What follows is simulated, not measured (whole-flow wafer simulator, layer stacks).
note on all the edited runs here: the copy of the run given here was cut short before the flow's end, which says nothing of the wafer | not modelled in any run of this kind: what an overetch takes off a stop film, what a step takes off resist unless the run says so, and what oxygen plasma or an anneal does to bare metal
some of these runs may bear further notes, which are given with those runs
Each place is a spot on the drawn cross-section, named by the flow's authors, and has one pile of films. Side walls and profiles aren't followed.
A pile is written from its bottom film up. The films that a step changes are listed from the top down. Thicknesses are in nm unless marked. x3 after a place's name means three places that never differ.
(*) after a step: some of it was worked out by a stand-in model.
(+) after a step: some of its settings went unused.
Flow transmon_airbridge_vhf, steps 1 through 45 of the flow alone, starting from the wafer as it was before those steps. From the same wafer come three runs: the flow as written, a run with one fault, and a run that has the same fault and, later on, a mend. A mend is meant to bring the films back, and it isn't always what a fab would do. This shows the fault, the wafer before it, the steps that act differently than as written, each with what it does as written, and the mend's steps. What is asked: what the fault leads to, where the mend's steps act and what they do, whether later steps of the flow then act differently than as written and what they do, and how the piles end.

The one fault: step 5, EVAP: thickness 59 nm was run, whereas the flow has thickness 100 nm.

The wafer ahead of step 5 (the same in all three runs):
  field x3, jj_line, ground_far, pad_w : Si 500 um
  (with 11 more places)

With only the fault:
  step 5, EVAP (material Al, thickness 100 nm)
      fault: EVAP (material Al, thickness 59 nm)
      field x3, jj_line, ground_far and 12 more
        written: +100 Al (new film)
        fault: +59 Al (new film)
  Steps further on in the flow that do not act as written (not shown: 15 more steps that differ only slightly, by at most 2% or 0.5 nm, whichever is larger):
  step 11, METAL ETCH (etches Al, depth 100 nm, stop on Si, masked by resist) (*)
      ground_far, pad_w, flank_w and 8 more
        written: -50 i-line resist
        fault: -44.2 i-line resist
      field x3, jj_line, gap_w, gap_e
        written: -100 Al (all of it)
        fault: -59 Al (all of it)
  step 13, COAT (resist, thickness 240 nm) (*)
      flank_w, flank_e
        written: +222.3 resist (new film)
        fault: +229.1 resist (new film)
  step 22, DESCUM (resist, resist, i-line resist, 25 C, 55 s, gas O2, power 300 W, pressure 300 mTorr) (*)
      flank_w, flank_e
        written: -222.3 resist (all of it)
        fault: -229.1 resist (all of it)
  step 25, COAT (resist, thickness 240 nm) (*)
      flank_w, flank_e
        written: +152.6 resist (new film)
        fault: +157.2 resist (new film)
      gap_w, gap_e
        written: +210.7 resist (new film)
        fault: +206.3 resist (new film)
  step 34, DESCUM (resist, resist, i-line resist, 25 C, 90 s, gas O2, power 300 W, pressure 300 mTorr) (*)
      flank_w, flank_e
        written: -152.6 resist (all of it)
        fault: -157.2 resist (all of it)
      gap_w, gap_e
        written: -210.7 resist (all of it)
        fault: -206.3 resist (all of it)
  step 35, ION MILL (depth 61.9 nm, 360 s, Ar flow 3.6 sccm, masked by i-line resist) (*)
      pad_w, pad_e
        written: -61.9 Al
        fault: -59 Al (all of it), -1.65 Si
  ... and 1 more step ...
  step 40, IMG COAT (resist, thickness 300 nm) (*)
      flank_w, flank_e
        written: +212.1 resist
        fault: +218.5 resist
  By the end, the piles at ground_far, pad_w, flank_w and 8 more depart from the flow's by more than 2% or 0.5 nm, whichever is larger.
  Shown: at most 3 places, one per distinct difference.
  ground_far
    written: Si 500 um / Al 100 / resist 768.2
    fault: Si 500 um / Al 59 / resist 768.2
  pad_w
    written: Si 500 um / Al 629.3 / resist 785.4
    fault: Si 500 um / Al 591.2 / resist 785.9
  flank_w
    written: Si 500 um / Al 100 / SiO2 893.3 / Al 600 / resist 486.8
    fault: Si 500 um / Al 59 / SiO2 893.1 / Al 600 / resist 492.4

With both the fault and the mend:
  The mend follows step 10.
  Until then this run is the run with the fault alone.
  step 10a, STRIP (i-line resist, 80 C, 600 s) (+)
      ground_far, pad_w, flank_w and 8 more
        -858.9 i-line resist (all of it)
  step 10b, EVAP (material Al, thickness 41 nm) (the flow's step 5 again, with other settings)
      field x3, jj_line, ground_far and 12 more
        +41 Al
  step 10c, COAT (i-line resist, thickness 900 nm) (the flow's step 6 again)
      field x3, jj_line, ground_far and 12 more
        +900 i-line resist (new film)
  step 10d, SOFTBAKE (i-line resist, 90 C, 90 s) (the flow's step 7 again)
      alters no film at any place that is followed
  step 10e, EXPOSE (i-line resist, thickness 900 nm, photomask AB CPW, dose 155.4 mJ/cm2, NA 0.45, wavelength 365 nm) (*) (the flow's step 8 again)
      alters no film at any place that is followed
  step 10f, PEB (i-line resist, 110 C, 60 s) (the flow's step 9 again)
      field x3, jj_line, ground_far and 12 more
        -41 i-line resist
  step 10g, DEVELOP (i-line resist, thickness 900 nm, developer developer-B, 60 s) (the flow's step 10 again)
      ground_far, pad_w, flank_w and 8 more
        -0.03 i-line resist
      field x3, jj_line, gap_w, gap_e
        -859 i-line resist (all of it)
  Later steps of the flow that are run all act as written at every place that is followed.
  The piles end the same as the flow's at every place that both follow.
